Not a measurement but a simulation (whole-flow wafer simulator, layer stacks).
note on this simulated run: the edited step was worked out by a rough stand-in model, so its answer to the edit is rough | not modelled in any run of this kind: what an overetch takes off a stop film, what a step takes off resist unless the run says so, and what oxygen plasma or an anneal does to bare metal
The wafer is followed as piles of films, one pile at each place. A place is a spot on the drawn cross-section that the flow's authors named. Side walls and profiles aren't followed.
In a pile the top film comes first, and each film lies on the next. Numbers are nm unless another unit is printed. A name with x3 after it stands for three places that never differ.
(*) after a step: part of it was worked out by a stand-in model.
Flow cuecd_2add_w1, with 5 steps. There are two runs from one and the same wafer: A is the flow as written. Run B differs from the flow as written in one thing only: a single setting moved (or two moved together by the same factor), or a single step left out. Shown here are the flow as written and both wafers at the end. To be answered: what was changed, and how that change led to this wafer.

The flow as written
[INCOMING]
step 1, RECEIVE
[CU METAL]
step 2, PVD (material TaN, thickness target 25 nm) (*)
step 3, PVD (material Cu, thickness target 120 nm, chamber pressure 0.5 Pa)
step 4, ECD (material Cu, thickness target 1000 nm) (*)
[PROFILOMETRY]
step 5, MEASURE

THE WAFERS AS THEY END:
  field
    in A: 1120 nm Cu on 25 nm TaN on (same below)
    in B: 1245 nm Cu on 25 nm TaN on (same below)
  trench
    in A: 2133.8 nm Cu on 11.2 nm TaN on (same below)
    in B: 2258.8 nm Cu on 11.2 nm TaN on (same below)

The reason: step 4, ECD: thickness target 1125 nm was run, whereas the flow has thickness target 1000 nm.

How this came from the change, step by step:
  step 4, ECD (material Cu, thickness target 1000 nm) (*)
      field: A +1000 Cu | B +1125 Cu
      trench: A +2080.2 Cu | B +2205.2 Cu
